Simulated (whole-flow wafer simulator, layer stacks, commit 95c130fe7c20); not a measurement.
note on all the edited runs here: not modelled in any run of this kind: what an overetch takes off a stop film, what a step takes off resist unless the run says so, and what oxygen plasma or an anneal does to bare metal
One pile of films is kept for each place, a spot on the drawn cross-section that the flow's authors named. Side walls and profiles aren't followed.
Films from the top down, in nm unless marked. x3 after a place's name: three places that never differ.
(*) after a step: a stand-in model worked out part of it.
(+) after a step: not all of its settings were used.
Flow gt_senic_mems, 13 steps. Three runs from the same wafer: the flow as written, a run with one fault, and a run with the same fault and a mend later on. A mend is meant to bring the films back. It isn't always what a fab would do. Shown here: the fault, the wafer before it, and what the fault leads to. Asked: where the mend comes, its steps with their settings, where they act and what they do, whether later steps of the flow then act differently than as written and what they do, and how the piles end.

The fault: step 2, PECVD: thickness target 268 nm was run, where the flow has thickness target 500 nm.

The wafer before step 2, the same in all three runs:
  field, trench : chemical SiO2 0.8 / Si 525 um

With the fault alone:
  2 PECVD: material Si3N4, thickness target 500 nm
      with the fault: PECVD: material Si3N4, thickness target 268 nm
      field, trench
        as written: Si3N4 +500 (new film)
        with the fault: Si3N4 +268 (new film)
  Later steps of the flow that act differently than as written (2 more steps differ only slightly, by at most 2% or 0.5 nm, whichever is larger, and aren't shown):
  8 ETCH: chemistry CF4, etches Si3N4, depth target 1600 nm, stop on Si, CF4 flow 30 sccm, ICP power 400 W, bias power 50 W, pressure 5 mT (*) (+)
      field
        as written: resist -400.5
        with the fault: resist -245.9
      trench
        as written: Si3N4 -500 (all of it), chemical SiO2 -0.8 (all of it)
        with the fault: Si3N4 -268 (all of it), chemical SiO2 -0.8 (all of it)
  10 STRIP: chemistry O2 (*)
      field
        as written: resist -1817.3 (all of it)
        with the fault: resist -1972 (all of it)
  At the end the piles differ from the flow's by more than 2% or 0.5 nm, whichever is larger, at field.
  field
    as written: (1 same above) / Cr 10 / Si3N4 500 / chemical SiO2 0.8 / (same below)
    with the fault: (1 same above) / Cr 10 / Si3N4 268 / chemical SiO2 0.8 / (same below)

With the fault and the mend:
  The mend comes after step 7.
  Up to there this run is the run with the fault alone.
  7a STRIP: chemistry O2 (*)
      field
        resist -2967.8 (all of it)
  7b PECVD: material Si3N4, thickness target 232 nm (the flow's step 2 once more, with other settings)
      field, trench
        Si3N4 +232
  7c HMDS (the flow's step 3 once more)
      changes no film at any place that is followed
  7d COAT: resist, thickness 3000 nm (the flow's step 4 once more)
      field, trench
        resist +3000 (new film)
  7e SOFTBAKE: resist (the flow's step 5 once more)
      changes no film at any place that is followed
  7f EXPOSE: photomask DEVICE, dose 108.9 mJ/cm2, wavelength 405 nm (*) (the flow's step 6 once more)
      changes no film at any place that is followed
  7g DEVELOP: resist, thickness 3000 nm, developer developer-E, 60 s (the flow's step 7 once more)
      field
        resist -32.2
      trench
        resist -3000 (all of it)
  No later step of the flow acts differently than as written at any place that is followed.
  At the end the piles are the same as the flow's at every place that both follow.
